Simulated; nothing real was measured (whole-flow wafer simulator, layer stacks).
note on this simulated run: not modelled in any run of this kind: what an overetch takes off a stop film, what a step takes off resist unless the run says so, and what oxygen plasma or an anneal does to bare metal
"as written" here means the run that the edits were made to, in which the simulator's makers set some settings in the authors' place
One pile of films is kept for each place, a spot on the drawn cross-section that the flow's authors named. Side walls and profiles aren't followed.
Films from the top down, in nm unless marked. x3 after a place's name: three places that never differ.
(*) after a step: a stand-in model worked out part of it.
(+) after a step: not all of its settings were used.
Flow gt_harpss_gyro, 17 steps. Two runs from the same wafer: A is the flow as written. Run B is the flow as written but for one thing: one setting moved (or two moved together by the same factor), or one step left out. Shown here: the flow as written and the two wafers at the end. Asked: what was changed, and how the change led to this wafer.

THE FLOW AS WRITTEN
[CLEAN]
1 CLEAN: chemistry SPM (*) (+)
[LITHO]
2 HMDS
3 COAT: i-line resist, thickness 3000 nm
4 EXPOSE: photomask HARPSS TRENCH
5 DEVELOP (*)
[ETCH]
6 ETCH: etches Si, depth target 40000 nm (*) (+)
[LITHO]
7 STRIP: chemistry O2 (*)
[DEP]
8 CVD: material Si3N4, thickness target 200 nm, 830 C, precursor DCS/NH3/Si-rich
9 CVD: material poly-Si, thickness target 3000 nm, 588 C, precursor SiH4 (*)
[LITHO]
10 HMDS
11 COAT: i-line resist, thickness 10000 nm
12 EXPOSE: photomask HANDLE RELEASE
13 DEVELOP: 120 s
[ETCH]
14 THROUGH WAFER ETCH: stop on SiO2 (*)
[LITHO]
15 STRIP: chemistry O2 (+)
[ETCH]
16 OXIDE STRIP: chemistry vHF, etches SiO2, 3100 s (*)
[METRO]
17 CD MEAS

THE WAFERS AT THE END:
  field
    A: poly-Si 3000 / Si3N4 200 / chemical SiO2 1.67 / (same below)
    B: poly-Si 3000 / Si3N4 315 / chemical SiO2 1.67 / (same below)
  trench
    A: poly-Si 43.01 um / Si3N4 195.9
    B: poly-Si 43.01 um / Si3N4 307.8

The cause: step 8, CVD: thickness target 315 nm was run, where the flow has thickness target 200 nm.
It can be read off the wafer: field has Si3N4 315, and step 8 as written asks for 200 nm.

How the change led to this, step by step:
  8 CVD: material Si3N4, thickness target 200 nm, 830 C, precursor DCS/NH3/Si-rich
      field: A Si3N4 +200 (new film) | B Si3N4 +315 (new film)
      trench: A Si3N4 +195.9 (new film) | B Si3N4 +307.8 (new film)
